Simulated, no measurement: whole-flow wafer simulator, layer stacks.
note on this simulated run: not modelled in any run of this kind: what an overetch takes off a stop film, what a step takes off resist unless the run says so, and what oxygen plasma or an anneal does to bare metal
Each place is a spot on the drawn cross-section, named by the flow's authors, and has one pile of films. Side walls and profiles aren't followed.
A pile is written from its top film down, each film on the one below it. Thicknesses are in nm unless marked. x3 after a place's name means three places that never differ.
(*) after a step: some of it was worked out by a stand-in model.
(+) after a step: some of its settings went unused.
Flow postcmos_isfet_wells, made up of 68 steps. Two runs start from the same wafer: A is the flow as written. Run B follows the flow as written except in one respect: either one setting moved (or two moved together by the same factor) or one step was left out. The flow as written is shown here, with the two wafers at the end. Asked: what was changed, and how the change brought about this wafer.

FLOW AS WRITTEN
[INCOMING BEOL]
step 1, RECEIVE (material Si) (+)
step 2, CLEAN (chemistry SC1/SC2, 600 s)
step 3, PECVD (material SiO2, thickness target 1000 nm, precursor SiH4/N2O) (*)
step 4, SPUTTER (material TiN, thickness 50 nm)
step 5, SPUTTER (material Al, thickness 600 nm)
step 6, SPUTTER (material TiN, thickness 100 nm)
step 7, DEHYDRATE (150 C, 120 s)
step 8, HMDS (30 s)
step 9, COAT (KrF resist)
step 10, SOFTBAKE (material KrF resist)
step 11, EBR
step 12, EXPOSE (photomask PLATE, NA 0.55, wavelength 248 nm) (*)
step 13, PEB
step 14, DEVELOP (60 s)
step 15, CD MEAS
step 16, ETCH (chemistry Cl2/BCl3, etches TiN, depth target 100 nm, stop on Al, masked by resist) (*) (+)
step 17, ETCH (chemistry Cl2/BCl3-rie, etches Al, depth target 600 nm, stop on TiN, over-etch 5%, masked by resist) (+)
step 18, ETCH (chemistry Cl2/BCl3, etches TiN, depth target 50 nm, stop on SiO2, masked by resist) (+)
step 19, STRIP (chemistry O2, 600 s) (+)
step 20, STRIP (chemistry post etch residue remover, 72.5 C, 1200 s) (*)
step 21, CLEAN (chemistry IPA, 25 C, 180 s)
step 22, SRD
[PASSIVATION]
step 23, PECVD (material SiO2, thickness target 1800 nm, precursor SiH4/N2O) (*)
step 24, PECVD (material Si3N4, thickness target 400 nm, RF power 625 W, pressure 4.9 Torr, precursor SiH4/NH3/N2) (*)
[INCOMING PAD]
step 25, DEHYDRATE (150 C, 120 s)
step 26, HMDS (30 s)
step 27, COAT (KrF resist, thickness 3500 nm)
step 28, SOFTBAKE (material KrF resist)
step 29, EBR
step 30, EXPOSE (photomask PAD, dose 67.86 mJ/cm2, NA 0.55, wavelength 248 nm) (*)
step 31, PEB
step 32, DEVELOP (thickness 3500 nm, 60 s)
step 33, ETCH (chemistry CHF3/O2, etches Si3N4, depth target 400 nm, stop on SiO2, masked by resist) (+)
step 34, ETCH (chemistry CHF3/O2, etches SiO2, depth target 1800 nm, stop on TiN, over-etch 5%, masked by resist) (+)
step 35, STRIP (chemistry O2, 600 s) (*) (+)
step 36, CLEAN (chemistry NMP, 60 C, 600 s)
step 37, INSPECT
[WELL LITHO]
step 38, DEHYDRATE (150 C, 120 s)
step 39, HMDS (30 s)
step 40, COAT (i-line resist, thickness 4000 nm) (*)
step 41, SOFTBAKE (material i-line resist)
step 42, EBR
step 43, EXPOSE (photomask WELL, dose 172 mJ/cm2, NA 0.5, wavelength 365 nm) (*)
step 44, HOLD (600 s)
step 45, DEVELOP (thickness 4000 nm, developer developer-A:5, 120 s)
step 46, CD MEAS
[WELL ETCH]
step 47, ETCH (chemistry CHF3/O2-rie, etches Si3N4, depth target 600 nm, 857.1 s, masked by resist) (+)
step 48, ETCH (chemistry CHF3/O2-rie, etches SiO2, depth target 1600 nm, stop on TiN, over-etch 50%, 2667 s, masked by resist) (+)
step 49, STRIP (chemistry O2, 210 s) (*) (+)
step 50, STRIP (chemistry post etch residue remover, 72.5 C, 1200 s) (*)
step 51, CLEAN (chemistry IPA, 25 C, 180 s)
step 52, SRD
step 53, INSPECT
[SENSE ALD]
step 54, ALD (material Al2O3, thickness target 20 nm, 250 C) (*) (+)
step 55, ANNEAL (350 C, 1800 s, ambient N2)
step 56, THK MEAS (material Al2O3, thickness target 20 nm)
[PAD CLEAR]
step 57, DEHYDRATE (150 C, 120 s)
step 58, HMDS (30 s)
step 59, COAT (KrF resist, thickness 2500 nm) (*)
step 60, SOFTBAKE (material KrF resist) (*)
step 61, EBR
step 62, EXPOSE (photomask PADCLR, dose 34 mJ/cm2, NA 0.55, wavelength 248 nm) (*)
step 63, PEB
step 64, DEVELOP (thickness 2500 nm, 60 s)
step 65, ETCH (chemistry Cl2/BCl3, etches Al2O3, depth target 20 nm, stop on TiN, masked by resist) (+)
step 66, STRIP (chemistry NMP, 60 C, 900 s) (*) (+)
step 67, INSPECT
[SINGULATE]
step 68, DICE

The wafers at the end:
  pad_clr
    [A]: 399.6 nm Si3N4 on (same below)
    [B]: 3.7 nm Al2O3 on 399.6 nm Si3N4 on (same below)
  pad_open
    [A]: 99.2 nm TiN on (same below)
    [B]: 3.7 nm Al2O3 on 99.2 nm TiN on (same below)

Cause: step 65, ETCH: depth target 16.3 nm was run, whereas the flow has depth target 20 nm.

Step by step, how the change led to this:
  step 65, ETCH (chemistry Cl2/BCl3, etches Al2O3, depth target 20 nm, stop on TiN, masked by resist) (+)
      pad_clr, pad_open: A -20 Al2O3 (all of it) | B -16.3 Al2O3
      field, margin, pad_rim: A -25 KrF resist | B -20.4 KrF resist
